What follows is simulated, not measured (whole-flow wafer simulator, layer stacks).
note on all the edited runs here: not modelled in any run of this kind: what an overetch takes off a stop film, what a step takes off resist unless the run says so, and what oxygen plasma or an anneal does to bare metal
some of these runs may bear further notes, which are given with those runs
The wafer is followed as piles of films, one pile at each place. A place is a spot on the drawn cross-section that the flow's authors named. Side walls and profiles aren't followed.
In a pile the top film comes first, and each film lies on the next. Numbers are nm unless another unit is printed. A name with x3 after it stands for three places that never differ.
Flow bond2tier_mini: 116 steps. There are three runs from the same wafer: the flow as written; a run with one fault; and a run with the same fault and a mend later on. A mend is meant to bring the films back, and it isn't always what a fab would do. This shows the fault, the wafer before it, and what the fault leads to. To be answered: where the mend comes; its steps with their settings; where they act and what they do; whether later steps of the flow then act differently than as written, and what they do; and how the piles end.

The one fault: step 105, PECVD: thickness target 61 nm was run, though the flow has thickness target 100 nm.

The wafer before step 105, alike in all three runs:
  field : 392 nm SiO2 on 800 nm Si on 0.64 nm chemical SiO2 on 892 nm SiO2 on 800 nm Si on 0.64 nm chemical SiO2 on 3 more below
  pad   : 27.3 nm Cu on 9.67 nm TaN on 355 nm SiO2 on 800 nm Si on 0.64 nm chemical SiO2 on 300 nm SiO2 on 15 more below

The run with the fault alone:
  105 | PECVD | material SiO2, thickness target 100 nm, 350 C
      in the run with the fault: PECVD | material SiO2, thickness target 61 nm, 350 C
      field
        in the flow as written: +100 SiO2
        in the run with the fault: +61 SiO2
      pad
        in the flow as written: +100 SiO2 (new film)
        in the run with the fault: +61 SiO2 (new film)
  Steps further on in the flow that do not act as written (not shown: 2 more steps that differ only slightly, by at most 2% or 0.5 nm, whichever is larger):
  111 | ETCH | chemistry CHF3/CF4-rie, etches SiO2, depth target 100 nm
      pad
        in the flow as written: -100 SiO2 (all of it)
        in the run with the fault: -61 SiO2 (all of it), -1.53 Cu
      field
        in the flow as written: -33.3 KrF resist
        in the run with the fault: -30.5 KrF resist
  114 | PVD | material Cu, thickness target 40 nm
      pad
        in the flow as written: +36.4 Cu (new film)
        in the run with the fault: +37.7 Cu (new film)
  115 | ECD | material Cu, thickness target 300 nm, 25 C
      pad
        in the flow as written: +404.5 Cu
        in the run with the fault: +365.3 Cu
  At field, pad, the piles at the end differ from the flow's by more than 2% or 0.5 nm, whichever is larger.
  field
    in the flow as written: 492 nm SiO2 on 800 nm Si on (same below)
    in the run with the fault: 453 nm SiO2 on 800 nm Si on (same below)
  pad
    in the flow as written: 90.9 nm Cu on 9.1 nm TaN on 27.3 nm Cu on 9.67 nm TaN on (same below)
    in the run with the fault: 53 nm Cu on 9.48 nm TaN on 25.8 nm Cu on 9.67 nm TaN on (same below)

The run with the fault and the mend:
  The mend stands after step 105.
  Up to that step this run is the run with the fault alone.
  105a | PECVD | material SiO2, thickness target 39 nm, 350 C (a further turn of the flow's step 105, with different settings)
      field, pad
        +39 SiO2
  Later steps of the flow that are run all act as written at every place that is followed.
  By the end, the piles equal the flow's at every place that both follow.
